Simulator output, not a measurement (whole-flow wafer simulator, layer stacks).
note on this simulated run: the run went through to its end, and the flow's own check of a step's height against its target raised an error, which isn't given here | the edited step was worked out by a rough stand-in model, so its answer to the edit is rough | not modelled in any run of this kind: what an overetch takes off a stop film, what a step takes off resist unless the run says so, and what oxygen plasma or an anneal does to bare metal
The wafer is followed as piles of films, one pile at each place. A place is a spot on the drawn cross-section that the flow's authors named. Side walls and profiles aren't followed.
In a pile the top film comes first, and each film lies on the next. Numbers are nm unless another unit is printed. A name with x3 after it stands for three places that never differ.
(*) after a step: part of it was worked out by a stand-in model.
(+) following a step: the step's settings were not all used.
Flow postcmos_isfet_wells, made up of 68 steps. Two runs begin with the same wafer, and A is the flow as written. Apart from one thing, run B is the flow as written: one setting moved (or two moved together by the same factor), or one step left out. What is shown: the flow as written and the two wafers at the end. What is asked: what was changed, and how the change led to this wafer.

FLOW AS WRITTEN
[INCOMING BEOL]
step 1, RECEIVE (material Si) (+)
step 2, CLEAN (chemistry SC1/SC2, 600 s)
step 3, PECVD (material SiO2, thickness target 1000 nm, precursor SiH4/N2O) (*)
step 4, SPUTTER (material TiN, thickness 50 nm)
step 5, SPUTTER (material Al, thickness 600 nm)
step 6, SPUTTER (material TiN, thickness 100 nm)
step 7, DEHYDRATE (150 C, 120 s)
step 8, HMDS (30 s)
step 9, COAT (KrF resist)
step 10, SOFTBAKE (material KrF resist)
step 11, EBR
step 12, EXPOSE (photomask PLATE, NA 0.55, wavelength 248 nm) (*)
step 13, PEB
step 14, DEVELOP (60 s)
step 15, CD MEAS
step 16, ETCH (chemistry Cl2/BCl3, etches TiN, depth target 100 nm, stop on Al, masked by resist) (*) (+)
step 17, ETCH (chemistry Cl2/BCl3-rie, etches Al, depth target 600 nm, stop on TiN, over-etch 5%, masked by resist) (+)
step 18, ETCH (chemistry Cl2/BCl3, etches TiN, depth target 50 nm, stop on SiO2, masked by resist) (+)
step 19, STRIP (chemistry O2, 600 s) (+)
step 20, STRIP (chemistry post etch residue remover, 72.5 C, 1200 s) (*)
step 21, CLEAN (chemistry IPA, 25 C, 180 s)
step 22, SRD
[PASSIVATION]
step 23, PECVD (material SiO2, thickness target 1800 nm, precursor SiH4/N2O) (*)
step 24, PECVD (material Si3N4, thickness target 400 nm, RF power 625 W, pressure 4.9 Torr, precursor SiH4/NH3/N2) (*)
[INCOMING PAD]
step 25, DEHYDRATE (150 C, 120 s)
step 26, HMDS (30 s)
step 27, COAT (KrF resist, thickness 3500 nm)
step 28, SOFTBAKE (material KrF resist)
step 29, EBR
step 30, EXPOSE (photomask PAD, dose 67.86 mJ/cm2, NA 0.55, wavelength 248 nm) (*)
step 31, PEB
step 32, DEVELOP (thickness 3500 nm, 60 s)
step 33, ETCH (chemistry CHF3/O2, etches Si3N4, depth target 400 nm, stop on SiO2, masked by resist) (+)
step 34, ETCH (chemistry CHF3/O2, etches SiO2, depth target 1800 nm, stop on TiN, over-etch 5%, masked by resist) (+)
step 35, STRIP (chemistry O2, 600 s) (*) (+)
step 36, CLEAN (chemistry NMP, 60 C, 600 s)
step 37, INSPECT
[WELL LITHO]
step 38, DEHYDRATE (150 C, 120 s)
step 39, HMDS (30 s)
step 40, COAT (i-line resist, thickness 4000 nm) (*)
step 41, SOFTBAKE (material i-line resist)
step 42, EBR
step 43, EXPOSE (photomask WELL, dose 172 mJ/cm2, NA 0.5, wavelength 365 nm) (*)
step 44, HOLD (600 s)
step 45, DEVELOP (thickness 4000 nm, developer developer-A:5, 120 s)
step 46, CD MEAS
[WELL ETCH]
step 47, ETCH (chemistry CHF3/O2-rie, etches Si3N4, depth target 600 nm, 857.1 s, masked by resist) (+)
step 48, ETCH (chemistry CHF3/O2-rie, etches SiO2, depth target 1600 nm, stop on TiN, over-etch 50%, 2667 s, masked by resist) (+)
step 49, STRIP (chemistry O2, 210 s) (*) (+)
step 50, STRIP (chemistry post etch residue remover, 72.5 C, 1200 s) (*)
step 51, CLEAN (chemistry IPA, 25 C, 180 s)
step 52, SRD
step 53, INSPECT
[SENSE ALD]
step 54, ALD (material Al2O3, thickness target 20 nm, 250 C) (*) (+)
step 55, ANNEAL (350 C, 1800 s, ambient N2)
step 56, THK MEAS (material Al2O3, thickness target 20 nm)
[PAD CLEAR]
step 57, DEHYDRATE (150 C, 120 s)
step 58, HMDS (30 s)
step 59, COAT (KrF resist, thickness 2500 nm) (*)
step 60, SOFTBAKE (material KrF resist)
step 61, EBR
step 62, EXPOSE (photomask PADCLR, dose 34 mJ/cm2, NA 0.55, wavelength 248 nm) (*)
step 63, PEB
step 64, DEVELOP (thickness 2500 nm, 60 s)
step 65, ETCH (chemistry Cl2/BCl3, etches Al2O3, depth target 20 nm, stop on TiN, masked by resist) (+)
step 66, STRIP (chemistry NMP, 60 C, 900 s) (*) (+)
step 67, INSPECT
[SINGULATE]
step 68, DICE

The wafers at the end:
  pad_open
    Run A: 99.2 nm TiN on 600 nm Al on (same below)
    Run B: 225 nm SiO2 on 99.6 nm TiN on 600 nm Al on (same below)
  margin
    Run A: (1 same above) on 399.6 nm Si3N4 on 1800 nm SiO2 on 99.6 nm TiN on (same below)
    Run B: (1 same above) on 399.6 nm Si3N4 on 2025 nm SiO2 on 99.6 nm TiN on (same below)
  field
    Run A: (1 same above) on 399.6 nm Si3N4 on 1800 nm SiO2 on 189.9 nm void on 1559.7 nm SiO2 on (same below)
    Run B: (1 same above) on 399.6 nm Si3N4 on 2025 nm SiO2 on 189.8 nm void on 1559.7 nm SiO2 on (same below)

The reason: step 23, PECVD: thickness target 2025 nm was run, whereas the flow has thickness target 1800 nm.
One can read it off the wafer: margin has SiO2 2025, and step 23 as written asks for 1800 nm.

The path from the change to this, step by step:
  step 23, PECVD (material SiO2, thickness target 1800 nm, precursor SiH4/N2O) (*)
      margin, well900, well1300 x3, pad_rim, pad_clr, pad_open: A SiO2 gains 1800 (new film) | B SiO2 gains 2025 (new film)
      field: A SiO2 gains 1800 (new film), void gains 189.9 (new film), SiO2 gains 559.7 | B SiO2 gains 2025 (new film), void gains 189.8 (new film), SiO2 gains 559.7
  step 34, ETCH (chemistry CHF3/O2, etches SiO2, depth target 1800 nm, stop on TiN, over-etch 5%, masked by resist) (+)
      pad_open: A SiO2 loses 1800 (all of it) | B SiO2 loses 1800
  step 48, ETCH (chemistry CHF3/O2-rie, etches SiO2, depth target 1600 nm, stop on TiN, over-etch 50%, 2667 s, masked by resist) (+)
      well900, well1300 x3: A SiO2 loses 1600 (all of it) | B SiO2 loses 1825 (all of it)
  step 59, COAT (KrF resist, thickness 2500 nm) (*)
      field: A KrF resist gains 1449 (new film) | B KrF resist gains 1341.5 (new film)
      margin: A KrF resist gains 1448.9 (new film) | B KrF resist gains 1341.4 (new film)
  step 63, PEB
      field, margin: A KrF resist loses 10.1 | B KrF resist loses 9.33
  step 66, STRIP (chemistry NMP, 60 C, 900 s) (*) (+)
      field: A KrF resist loses 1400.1 (all of it) | B KrF resist loses 1293.4 (all of it)
      margin: A KrF resist loses 1400.1 (all of it) | B KrF resist loses 1293.3 (all of it)
